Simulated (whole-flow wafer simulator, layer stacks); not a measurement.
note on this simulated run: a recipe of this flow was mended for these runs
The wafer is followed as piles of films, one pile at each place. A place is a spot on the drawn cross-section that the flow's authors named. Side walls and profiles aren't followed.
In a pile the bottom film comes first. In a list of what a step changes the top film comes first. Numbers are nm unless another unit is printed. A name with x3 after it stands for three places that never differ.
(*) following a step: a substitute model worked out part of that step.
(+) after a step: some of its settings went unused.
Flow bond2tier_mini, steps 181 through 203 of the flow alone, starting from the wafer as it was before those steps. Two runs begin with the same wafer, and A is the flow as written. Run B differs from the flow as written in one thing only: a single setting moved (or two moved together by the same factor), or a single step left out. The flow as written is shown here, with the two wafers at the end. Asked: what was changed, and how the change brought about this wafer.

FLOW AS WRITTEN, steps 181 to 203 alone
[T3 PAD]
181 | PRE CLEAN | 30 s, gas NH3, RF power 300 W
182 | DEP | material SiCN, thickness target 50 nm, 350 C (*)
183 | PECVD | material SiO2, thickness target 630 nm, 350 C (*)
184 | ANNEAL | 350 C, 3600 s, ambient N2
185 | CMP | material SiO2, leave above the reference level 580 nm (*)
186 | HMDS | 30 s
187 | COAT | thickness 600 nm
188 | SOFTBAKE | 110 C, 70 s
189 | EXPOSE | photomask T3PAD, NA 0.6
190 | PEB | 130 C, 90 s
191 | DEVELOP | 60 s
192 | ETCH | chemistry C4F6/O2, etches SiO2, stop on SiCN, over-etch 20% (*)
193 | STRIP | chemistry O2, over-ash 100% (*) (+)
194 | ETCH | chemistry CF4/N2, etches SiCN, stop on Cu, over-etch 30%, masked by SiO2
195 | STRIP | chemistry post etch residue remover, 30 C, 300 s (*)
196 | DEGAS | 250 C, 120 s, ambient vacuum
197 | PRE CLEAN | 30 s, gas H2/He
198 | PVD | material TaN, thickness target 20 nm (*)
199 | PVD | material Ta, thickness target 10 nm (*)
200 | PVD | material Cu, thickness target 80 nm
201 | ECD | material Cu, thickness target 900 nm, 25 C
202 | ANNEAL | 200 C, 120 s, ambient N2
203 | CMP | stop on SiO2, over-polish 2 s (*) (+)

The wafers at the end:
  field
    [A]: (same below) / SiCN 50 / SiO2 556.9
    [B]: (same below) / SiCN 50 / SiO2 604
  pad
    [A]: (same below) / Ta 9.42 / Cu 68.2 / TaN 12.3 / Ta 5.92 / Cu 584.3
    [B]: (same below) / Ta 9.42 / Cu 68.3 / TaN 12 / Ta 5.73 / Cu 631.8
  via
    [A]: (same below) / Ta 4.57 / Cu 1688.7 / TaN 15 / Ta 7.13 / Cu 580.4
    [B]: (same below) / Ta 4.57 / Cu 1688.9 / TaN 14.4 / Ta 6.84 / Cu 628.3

Cause: step 185, CMP: material SiO2, leave above the reference level 580 nm (*), was skipped.

Step by step, how the change led to this:
  192 | ETCH | chemistry C4F6/O2, etches SiO2, stop on SiCN, over-etch 20% (*)
      pad, via: A SiO2 loses 580 (all of it), SiCN loses 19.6 | B SiO2 loses 630 (all of it), SiCN loses 11.1
  194 | ETCH | chemistry CF4/N2, etches SiCN, stop on Cu, over-etch 30%, masked by SiO2
      pad, via: A SiCN loses 30.4 (all of it), Cu loses 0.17 | B SiCN loses 38.9 (all of it)
  198 | PVD | material TaN, thickness target 20 nm (*)
      via: A TaN gains 15 (new film) | B TaN gains 14.4 (new film)
  200 | PVD | material Cu, thickness target 80 nm
      pad: A Cu gains 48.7 (new film) | B Cu gains 47.2 (new film)
      via: A Cu gains 59.4 (new film) | B Cu gains 57.2 (new film)
  201 | ECD | material Cu, thickness target 900 nm, 25 C
      pad: A Cu gains 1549 | B Cu gains 1598
      via: A Cu gains 1534.4 | B Cu gains 1584.4
